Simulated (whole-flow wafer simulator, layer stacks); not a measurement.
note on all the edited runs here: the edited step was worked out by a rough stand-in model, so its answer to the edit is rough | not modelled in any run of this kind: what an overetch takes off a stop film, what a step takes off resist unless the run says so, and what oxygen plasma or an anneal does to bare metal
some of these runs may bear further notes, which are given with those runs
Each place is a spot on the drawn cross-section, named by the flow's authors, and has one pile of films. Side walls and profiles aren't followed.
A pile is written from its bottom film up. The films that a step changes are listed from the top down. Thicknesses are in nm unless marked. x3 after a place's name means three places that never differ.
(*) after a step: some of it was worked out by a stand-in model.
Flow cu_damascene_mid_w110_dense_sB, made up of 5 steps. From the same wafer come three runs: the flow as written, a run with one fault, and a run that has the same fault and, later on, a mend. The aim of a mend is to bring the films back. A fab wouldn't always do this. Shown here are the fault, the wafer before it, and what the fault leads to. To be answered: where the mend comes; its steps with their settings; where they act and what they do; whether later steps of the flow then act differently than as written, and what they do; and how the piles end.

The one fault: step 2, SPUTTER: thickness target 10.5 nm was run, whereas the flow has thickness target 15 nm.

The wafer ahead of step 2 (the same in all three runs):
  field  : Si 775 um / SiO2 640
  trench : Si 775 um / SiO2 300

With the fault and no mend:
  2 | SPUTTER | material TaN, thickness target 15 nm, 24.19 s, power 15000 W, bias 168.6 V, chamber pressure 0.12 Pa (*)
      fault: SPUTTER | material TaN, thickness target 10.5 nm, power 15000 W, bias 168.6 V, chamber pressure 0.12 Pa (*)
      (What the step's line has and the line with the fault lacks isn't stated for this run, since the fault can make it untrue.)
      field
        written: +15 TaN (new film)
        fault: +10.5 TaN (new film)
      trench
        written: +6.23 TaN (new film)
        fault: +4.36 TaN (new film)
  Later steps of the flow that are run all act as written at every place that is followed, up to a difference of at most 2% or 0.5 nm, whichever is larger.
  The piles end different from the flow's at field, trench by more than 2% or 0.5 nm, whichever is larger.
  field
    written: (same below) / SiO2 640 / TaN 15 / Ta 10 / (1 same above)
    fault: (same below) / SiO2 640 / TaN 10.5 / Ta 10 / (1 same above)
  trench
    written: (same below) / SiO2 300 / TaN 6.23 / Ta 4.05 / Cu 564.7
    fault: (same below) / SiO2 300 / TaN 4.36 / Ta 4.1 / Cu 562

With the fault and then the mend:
  After step 2 comes the mend.
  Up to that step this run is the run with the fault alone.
  2a | SPUTTER | material TaN, thickness target 4.5 nm, power 15000 W, bias 168.6 V, chamber pressure 0.12 Pa (*) (the flow's step 2, run once more with other settings)
      field
        +4.5 TaN
      trench
        +1.8 TaN
  Later steps of the flow that are run all act as written at every place that is followed, up to a difference of at most 2% or 0.5 nm, whichever is larger.
  The piles end only slightly different from the flow's at the places that both follow, by no more than 2% or 0.5 nm, whichever is larger.
